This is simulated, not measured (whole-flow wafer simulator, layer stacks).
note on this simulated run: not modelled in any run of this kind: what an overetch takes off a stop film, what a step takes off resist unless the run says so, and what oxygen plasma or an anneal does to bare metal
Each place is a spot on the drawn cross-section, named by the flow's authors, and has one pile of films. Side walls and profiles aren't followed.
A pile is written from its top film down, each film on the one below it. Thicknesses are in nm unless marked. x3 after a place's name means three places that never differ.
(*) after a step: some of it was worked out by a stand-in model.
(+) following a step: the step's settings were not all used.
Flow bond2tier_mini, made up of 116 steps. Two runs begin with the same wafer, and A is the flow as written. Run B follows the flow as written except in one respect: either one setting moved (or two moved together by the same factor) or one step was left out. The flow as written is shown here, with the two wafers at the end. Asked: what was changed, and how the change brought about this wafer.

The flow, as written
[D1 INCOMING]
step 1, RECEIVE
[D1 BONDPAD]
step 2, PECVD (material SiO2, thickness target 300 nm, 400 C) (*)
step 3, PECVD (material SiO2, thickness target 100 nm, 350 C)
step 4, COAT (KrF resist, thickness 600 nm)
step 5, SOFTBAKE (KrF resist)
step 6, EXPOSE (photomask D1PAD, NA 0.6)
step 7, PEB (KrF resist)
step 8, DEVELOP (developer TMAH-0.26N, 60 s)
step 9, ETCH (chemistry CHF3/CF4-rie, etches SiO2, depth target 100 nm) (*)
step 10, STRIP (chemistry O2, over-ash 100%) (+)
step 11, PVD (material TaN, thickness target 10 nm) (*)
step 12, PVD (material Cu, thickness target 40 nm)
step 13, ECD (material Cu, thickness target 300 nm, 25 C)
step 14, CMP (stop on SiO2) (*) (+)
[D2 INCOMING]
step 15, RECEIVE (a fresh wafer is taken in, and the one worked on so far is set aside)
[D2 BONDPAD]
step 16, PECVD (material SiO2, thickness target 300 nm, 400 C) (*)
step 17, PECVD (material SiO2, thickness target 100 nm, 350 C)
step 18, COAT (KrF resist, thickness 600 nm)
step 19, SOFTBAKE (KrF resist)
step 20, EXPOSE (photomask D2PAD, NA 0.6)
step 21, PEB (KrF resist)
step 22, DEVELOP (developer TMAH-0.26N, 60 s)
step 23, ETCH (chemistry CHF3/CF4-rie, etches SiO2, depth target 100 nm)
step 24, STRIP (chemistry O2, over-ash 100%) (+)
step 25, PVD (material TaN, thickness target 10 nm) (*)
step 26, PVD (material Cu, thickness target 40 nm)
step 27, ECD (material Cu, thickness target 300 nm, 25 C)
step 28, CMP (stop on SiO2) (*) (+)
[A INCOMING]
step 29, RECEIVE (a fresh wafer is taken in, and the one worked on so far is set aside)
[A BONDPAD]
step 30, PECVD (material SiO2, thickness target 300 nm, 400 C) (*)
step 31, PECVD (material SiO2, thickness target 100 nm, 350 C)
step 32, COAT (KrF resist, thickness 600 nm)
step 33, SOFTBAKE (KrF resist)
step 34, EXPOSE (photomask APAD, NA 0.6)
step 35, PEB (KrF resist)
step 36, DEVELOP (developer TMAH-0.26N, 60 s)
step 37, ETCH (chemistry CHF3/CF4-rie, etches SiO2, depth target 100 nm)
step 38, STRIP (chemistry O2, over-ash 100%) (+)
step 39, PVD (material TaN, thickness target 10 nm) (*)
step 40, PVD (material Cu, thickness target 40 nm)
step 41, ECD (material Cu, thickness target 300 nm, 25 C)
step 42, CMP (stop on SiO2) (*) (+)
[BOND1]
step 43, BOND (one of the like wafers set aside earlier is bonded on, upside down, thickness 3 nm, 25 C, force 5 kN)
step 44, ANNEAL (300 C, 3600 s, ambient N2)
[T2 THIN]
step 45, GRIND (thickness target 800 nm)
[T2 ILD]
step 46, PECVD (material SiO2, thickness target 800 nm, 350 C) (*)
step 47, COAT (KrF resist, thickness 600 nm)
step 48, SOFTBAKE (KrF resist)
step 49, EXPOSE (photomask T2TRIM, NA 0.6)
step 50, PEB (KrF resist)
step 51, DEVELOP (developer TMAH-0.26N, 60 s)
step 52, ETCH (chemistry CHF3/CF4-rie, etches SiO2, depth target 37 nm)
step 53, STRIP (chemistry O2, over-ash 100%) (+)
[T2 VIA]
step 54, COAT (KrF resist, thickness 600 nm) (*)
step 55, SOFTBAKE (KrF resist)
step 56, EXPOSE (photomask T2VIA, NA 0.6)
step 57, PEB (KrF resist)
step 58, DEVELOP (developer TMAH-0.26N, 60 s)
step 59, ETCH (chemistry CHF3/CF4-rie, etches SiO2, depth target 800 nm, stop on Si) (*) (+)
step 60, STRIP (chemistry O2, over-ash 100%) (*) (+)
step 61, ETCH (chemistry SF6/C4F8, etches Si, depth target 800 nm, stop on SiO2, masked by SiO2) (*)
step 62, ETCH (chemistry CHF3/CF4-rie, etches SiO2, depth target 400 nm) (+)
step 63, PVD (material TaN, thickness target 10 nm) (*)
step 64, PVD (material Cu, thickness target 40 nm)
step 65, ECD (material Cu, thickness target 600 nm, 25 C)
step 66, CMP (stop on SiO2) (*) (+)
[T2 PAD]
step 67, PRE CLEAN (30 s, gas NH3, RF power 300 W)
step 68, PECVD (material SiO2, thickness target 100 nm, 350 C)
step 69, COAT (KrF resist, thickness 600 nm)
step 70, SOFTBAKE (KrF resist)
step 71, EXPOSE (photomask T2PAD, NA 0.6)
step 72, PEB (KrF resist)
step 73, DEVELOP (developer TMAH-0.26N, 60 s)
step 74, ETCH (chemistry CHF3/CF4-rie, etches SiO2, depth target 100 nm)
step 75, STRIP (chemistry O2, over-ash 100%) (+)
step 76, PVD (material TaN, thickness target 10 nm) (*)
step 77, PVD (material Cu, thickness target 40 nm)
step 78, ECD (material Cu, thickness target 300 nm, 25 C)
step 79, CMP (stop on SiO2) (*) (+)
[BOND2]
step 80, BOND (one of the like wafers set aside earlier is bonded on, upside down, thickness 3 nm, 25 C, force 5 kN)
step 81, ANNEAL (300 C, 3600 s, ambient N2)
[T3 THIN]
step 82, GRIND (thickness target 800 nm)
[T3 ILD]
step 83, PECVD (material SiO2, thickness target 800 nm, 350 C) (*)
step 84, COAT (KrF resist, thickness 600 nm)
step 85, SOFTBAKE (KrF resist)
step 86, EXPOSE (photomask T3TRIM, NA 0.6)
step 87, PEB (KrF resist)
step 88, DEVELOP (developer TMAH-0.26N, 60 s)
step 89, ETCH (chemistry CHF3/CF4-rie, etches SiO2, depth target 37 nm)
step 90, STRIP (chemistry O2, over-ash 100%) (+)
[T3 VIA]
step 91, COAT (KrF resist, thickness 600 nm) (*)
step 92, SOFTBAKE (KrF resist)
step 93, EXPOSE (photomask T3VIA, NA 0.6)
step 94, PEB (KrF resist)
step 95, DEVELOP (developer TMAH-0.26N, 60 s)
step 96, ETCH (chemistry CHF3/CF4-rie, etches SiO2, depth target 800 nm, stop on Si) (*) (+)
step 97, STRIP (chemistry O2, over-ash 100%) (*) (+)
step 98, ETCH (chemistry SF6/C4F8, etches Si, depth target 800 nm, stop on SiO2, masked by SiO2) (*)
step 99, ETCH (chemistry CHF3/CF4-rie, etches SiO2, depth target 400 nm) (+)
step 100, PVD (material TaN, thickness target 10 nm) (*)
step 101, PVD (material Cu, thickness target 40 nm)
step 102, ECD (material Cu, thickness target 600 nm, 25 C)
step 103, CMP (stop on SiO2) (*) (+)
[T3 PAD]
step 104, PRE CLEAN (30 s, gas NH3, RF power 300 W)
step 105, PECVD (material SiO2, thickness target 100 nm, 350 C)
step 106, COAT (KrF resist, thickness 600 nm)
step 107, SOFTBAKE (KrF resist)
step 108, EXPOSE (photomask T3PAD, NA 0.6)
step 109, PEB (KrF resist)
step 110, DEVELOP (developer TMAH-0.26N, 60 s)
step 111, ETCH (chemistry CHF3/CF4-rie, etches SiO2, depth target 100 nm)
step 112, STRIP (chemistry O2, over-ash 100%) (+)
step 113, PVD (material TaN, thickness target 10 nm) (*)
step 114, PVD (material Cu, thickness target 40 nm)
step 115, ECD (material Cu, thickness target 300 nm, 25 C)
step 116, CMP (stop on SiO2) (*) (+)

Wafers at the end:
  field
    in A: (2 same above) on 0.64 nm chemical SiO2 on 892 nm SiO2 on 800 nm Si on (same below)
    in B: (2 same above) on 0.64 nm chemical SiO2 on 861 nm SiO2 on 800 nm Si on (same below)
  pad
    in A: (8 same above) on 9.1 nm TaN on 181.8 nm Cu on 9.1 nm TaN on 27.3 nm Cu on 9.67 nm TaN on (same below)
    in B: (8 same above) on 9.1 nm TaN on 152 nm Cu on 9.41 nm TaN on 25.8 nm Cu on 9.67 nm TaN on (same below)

The reason: step 68, PECVD: thickness target 69 nm was run, while the flow as written has thickness target 100 nm.

Step by step, how the change led to this:
  step 68, PECVD (material SiO2, thickness target 100 nm, 350 C)
      field: A SiO2 gains 100 | B SiO2 gains 69
      pad: A SiO2 gains 100 (new film) | B SiO2 gains 69 (new film)
  step 74, ETCH (chemistry CHF3/CF4-rie, etches SiO2, depth target 100 nm)
      pad: A SiO2 loses 100 (all of it) | B SiO2 loses 69 (all of it), Cu loses 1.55
  step 77, PVD (material Cu, thickness target 40 nm)
      pad: A Cu gains 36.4 (new film) | B Cu gains 37.4 (new film)
  step 78, ECD (material Cu, thickness target 300 nm, 25 C)
      pad: A Cu gains 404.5 | B Cu gains 373.7
